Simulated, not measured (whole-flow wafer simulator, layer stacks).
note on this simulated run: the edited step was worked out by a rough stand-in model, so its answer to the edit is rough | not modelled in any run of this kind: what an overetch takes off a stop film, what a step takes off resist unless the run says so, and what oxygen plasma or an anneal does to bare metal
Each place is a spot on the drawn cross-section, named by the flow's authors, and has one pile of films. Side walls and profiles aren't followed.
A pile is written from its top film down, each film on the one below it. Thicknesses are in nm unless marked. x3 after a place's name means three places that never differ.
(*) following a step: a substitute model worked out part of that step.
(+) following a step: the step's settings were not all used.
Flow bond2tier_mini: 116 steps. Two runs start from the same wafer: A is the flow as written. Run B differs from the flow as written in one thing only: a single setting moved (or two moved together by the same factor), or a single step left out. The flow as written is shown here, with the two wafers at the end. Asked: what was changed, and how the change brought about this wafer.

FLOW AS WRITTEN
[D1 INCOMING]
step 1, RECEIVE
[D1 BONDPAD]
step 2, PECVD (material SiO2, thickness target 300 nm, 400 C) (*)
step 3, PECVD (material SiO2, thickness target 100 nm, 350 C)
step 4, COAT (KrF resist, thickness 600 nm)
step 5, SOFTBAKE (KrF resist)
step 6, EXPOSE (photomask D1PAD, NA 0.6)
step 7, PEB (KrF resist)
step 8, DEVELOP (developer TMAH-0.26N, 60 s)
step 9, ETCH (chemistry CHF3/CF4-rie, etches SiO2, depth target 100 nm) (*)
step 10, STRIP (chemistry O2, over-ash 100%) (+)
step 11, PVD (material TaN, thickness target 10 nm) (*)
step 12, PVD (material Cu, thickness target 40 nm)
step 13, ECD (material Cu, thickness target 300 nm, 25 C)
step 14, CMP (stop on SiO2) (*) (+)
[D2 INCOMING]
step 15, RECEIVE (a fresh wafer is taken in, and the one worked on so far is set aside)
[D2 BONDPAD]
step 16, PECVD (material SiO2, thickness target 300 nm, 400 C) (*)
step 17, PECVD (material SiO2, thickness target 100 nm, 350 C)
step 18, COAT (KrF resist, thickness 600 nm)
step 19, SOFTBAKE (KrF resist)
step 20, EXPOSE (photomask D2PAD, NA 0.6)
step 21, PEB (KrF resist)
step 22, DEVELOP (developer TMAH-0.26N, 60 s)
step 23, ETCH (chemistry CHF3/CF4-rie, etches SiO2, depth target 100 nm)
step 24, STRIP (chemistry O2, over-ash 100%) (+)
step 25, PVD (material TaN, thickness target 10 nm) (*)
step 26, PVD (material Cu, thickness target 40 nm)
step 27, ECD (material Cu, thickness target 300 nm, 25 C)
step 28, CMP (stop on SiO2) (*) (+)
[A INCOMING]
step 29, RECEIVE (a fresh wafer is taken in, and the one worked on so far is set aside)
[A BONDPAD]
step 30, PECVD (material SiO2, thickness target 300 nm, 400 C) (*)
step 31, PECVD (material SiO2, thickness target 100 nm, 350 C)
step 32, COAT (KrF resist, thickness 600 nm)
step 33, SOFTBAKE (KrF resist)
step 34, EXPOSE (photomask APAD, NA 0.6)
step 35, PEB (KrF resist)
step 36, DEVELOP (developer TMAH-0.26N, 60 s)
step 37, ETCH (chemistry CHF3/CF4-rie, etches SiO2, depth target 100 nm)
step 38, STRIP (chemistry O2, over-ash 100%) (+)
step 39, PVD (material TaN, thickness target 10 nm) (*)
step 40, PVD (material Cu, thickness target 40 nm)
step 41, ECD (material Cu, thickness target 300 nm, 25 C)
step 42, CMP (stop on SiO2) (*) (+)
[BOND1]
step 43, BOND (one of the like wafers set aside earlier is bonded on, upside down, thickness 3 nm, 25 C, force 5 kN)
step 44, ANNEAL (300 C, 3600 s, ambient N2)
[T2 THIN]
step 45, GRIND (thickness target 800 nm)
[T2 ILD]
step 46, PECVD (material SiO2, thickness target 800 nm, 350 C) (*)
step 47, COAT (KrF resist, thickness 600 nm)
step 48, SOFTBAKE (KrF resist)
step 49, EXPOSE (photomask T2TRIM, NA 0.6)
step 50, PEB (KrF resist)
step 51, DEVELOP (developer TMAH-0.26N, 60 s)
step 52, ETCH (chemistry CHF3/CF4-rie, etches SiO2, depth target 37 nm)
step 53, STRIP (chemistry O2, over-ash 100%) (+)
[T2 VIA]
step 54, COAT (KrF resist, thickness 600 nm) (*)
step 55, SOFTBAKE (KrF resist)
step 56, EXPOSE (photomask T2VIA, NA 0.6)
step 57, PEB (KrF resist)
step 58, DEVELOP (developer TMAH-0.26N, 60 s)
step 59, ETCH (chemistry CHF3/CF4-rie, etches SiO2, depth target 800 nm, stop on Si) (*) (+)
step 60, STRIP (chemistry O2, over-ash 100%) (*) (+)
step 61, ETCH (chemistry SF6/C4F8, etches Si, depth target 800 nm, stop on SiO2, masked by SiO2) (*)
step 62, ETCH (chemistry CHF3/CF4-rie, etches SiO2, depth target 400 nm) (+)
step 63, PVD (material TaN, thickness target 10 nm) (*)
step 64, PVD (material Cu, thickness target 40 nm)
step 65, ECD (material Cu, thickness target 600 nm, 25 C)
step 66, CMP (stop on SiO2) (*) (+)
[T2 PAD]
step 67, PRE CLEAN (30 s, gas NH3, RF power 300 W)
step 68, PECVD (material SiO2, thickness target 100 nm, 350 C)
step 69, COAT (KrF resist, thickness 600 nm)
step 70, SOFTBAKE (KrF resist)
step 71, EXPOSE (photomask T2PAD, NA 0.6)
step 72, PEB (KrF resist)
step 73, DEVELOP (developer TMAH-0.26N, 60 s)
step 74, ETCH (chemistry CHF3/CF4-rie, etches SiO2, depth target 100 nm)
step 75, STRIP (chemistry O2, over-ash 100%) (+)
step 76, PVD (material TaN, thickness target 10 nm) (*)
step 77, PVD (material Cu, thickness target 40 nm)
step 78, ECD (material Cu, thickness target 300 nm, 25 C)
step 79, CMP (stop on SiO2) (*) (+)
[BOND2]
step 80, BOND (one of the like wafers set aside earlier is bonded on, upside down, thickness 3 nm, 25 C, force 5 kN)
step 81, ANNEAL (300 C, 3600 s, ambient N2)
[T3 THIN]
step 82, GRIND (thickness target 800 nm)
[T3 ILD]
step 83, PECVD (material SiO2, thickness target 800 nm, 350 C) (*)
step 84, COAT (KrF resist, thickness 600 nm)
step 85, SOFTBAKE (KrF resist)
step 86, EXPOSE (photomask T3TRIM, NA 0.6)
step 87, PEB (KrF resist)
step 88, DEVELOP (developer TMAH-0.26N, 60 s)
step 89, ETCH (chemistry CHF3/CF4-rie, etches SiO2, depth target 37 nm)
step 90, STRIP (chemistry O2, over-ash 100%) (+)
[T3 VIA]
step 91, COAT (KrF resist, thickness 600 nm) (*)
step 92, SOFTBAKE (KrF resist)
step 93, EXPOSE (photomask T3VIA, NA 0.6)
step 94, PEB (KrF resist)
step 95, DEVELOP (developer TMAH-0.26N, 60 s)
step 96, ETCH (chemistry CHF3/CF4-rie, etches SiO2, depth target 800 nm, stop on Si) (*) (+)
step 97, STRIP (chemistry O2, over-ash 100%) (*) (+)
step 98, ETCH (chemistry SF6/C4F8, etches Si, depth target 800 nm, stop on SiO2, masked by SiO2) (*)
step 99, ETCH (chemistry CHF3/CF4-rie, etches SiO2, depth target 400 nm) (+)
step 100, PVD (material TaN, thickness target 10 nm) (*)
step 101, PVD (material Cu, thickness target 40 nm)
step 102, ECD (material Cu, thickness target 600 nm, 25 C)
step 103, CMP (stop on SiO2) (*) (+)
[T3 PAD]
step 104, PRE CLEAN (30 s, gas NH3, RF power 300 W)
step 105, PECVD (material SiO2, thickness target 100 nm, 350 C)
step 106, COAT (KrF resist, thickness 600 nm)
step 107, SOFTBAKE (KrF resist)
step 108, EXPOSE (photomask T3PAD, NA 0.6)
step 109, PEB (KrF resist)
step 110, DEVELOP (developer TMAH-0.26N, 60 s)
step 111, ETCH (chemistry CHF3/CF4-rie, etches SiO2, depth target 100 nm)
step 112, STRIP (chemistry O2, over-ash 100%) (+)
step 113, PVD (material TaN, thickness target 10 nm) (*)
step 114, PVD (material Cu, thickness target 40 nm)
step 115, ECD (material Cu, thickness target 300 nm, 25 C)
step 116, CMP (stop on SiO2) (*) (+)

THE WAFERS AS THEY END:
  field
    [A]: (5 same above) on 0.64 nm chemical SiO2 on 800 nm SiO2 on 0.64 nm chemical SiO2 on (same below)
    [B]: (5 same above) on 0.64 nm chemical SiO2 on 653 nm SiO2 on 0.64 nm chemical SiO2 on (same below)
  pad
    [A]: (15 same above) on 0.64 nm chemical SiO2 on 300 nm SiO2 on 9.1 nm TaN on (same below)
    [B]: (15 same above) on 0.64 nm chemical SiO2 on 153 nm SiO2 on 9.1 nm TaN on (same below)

Cause: step 2, PECVD: thickness target 153 nm was run, whereas the flow has thickness target 300 nm.
The wafer itself shows it: pad has SiO2 153, and step 2 as written asks for 300 nm.

The path from the change to this, step by step:
  step 2, PECVD (material SiO2, thickness target 300 nm, 400 C) (*)
      field, pad, via: A +300 SiO2 (new film) | B +153 SiO2 (new film)
  step 43, BOND (one of the like wafers set aside earlier is bonded on, upside down, thickness 3 nm, 25 C, force 5 kN)
      field: A +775 um Si (new film), +0.64 chemical SiO2 (new film), +400 SiO2 | B +775 um Si (new film), +0.64 chemical SiO2 (new film), +253 SiO2
      pad: A +775 um Si (new film), +0.64 chemical SiO2 (new film), +300 SiO2 (new film), +9.1 TaN (new film), +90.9 Cu | B +775 um Si (new film), +0.64 chemical SiO2 (new film), +153 SiO2 (new film), +9.1 TaN (new film), +90.9 Cu
      (and at 1 other place as well)
